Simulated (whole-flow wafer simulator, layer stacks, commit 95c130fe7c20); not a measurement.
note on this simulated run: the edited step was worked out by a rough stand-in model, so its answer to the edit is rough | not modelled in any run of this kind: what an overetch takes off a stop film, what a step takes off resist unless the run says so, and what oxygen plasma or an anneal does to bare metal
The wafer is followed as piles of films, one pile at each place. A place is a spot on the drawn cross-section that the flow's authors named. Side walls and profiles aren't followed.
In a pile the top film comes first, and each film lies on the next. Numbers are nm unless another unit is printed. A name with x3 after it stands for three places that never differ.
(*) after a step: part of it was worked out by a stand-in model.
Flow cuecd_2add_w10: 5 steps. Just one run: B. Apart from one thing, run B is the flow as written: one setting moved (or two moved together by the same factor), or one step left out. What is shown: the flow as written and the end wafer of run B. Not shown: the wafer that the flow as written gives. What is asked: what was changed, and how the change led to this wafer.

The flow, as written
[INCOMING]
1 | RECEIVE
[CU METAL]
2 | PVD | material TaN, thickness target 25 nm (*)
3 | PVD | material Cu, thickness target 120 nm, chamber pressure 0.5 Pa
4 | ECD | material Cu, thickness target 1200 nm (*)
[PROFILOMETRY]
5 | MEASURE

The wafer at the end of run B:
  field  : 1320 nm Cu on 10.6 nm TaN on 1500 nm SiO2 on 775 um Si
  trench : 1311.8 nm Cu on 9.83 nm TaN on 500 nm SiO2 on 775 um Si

Cause: step 2, PVD: thickness target 10.6 nm was run, while the flow as written has thickness target 25 nm.
One can read it off the wafer: field has TaN 10.6, and step 2 as written asks for 25 nm.

How this came from the change, step by step:
  2 | PVD | material TaN, thickness target 25 nm (*)
      field: +10.6 TaN (new film) (in the flow as written it would be: +25 TaN (new film))
      trench: +9.83 TaN (new film) (in the flow as written it would be: +23.2 TaN (new film))
